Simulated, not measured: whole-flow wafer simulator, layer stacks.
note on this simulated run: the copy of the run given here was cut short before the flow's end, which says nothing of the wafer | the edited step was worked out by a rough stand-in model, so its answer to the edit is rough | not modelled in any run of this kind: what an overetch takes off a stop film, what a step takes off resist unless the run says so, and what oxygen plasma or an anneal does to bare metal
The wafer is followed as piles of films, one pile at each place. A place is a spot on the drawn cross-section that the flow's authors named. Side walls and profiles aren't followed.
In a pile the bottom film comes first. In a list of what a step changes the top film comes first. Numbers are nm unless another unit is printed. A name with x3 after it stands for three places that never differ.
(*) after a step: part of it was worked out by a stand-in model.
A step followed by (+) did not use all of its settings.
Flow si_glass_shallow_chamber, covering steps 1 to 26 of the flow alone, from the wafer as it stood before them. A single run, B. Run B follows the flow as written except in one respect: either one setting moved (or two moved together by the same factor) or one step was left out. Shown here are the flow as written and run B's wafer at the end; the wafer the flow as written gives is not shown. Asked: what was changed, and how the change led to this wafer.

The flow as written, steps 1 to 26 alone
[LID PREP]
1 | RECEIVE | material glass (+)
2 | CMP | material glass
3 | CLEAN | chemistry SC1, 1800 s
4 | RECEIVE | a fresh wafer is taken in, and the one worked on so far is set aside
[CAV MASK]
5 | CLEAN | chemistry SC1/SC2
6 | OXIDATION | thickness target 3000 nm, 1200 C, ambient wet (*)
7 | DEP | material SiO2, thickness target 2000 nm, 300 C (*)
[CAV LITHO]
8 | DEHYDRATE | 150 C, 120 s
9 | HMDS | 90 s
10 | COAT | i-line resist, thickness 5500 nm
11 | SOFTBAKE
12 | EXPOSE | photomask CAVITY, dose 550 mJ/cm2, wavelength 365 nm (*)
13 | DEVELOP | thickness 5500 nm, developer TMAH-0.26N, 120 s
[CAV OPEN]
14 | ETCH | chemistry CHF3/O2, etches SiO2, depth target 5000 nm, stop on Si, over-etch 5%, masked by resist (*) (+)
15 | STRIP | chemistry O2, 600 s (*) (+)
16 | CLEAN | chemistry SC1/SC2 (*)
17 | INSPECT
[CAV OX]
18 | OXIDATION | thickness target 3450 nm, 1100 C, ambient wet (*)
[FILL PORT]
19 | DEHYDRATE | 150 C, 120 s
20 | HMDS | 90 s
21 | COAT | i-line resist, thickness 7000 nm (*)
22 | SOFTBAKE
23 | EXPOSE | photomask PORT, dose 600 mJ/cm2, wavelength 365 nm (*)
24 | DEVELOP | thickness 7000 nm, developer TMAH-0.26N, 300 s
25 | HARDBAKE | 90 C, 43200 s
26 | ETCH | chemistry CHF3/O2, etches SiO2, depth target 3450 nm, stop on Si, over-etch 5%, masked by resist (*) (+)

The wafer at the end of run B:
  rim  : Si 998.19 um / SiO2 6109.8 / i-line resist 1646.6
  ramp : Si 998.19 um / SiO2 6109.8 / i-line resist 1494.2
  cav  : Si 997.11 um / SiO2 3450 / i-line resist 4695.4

The reason: step 26, ETCH: over-etch 7.06% was run, while the flow as written has over-etch 5%.

Step by step, how the change led to this:
  26 | ETCH | chemistry CHF3/O2, etches SiO2, depth target 3450 nm, stop on Si, over-etch 5%, masked by resist (*) (+)
      port: -3450 SiO2 (all of it), -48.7 Si (as written it would have been: -3450 SiO2 (all of it), -34.5 Si)
